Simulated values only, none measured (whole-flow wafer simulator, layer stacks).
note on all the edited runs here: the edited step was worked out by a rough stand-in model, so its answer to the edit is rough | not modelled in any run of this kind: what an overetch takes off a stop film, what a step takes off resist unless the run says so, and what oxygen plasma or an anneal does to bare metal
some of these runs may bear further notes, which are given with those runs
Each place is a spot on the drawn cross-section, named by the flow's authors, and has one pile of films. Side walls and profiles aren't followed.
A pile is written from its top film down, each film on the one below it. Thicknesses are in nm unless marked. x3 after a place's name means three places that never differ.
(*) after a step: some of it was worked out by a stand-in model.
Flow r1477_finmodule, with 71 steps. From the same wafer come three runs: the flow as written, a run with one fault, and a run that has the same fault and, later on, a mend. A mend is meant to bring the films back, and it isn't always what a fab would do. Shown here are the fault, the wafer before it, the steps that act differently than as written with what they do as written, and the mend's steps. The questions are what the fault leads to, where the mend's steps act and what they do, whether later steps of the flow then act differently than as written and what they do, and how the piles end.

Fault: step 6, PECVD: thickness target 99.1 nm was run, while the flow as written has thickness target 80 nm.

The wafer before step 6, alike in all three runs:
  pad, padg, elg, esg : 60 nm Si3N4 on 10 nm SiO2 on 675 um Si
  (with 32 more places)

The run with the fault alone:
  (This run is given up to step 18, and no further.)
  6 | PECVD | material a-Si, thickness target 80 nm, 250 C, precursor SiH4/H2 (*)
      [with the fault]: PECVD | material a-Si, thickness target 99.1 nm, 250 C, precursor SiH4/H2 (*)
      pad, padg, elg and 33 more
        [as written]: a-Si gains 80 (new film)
        [with the fault]: a-Si gains 99.1 (new film)
  Later steps of the flow acting differently than as written:
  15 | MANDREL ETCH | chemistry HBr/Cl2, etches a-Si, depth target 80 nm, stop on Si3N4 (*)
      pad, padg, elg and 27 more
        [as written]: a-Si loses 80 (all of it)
        [with the fault]: a-Si loses 80
  After step 18, at pad, padg, elg and 33 more, the piles differ from the flow's by more than 2% or 0.5 nm, whichever is larger.
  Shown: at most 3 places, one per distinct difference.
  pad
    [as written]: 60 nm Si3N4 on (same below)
    [with the fault]: 19.1 nm a-Si on 60 nm Si3N4 on (same below)
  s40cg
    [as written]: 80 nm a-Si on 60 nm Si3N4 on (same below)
    [with the fault]: 99.1 nm a-Si on 60 nm Si3N4 on (same below)

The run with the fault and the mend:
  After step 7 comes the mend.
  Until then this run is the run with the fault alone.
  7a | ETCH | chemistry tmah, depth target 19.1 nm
      pad, padg, elg and 33 more
        a-Si loses 19.1
  None of the later steps of the flow acts differently than as written at any place that is followed.
  The piles end the same as the flow's at every place that both follow.
